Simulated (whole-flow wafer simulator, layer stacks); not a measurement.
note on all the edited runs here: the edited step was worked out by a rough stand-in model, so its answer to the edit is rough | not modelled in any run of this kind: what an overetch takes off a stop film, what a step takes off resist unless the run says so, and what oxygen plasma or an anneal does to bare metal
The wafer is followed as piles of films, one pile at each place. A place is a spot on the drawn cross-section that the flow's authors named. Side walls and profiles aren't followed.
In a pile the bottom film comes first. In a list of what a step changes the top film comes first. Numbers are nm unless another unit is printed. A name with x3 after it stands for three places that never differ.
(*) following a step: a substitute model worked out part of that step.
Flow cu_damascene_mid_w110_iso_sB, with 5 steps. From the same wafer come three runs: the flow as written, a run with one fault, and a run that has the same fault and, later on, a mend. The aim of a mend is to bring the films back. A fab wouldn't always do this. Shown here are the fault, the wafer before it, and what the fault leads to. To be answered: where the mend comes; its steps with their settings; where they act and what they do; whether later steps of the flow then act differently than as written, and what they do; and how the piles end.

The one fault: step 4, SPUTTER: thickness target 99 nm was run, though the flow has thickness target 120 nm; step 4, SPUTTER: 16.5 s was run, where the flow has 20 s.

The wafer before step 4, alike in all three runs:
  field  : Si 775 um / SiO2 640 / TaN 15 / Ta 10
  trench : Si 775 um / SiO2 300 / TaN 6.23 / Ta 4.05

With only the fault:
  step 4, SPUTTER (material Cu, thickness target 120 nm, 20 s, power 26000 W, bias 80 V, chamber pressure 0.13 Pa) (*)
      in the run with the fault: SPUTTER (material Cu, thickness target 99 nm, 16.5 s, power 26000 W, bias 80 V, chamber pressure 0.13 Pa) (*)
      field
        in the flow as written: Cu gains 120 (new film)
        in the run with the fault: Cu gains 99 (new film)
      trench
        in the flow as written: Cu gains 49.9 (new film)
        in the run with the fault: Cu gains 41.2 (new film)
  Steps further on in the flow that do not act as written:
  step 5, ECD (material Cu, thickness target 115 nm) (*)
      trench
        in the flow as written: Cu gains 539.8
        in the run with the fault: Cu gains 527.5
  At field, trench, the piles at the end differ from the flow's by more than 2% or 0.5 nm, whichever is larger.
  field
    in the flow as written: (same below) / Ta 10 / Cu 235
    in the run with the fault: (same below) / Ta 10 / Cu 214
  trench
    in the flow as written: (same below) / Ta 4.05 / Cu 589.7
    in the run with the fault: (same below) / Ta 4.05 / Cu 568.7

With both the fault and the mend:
  The mend follows step 4.
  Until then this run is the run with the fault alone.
  step 4a, SPUTTER (material Cu, thickness target 21 nm, 3.5 s, power 26000 W, bias 80 V, chamber pressure 0.13 Pa) (*) (the flow's step 4, run once more with other settings)
      field
        Cu gains 21
      trench
        Cu gains 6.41
  None of the later steps of the flow differs from how it acts as written, at any place that is followed, by more than 2% or 0.5 nm, whichever is larger.
  By the end, the piles equal the flow's at every place that both follow.
